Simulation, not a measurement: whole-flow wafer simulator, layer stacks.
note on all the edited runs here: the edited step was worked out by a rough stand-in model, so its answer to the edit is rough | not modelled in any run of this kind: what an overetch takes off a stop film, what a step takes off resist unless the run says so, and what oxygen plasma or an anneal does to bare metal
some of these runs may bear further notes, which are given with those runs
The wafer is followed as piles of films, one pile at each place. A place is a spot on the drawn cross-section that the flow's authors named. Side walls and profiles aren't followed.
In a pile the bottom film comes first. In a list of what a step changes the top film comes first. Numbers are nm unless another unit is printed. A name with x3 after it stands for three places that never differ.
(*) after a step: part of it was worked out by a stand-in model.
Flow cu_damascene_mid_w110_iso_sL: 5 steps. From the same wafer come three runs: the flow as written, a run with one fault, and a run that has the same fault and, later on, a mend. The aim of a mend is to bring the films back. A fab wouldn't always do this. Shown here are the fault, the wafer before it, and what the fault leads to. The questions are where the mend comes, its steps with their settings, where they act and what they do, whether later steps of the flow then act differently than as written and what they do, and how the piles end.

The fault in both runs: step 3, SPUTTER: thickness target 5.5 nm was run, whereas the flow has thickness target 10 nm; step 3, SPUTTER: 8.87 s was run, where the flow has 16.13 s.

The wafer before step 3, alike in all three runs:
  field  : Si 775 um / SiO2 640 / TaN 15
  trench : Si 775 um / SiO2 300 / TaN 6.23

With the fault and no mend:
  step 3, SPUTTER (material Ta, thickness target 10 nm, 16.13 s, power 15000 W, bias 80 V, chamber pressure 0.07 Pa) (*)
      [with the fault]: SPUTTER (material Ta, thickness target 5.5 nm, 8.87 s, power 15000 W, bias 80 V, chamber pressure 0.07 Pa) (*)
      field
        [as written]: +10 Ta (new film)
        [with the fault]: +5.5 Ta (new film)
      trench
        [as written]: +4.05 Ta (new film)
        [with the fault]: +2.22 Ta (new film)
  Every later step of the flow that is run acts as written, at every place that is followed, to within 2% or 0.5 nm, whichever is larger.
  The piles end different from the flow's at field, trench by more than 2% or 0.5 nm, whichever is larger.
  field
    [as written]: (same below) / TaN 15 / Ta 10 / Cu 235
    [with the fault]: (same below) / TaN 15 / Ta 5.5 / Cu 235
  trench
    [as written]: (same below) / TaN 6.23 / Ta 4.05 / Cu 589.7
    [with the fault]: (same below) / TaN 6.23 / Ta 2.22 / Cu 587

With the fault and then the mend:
  After step 3 comes the mend.
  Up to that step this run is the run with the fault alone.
  step 3a, SPUTTER (material Ta, thickness target 4.5 nm, 7.258 s, power 15000 W, bias 80 V, chamber pressure 0.07 Pa) (*) (the flow's step 3, run once more with other settings)
      field
        +4.5 Ta
      trench
        +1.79 Ta
  Every later step of the flow that is run acts as written at every place that is followed.
  When the end is reached, the piles differ only a little from the flow's at the places that both follow, at most by 2% or 0.5 nm, whichever is larger.
